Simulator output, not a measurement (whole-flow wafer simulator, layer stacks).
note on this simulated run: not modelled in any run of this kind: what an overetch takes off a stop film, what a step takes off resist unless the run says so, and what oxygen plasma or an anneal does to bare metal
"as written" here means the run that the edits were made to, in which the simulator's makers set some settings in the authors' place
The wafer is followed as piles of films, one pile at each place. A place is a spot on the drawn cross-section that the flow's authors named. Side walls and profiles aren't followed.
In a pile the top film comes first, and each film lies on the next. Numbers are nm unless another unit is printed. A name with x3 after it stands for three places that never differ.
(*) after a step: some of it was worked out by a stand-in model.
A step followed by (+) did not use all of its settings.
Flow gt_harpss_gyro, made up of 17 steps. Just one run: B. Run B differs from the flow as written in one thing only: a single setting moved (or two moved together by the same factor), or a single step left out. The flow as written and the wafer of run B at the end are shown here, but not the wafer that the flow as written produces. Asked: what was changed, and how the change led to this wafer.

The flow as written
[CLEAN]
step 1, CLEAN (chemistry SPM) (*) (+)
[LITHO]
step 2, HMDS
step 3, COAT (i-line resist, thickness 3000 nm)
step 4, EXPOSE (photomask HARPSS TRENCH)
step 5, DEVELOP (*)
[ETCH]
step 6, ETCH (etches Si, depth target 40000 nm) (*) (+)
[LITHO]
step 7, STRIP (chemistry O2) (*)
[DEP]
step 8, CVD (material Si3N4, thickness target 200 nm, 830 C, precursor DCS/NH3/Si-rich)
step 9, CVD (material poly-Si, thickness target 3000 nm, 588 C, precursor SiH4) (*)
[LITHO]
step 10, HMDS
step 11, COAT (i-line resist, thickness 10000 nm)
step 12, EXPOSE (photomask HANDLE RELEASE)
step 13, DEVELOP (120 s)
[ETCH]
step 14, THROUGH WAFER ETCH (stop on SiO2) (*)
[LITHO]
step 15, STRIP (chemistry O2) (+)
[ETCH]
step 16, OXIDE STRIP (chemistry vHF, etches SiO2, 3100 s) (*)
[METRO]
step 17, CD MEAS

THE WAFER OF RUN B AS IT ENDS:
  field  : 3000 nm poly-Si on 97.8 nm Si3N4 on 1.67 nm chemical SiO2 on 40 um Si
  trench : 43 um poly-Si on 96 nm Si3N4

Cause: step 8, CVD: thickness target 97.79 nm was run, though the flow has thickness target 200 nm.
The wafer itself shows it: field has Si3N4 97.8, and step 8 as written asks for 200 nm.

How this came from the change, step by step:
  step 8, CVD (material Si3N4, thickness target 200 nm, 830 C, precursor DCS/NH3/Si-rich)
      field: Si3N4 gains 97.8 (new film) (as written it would have been: Si3N4 gains 200 (new film))
      trench: Si3N4 gains 96 (new film) (as written it would have been: Si3N4 gains 195.9 (new film))
  step 9, CVD (material poly-Si, thickness target 3000 nm, 588 C, precursor SiH4) (*)
      trench: poly-Si gains 43 um (new film) (as written it would have been: poly-Si gains 43.01 um (new film))
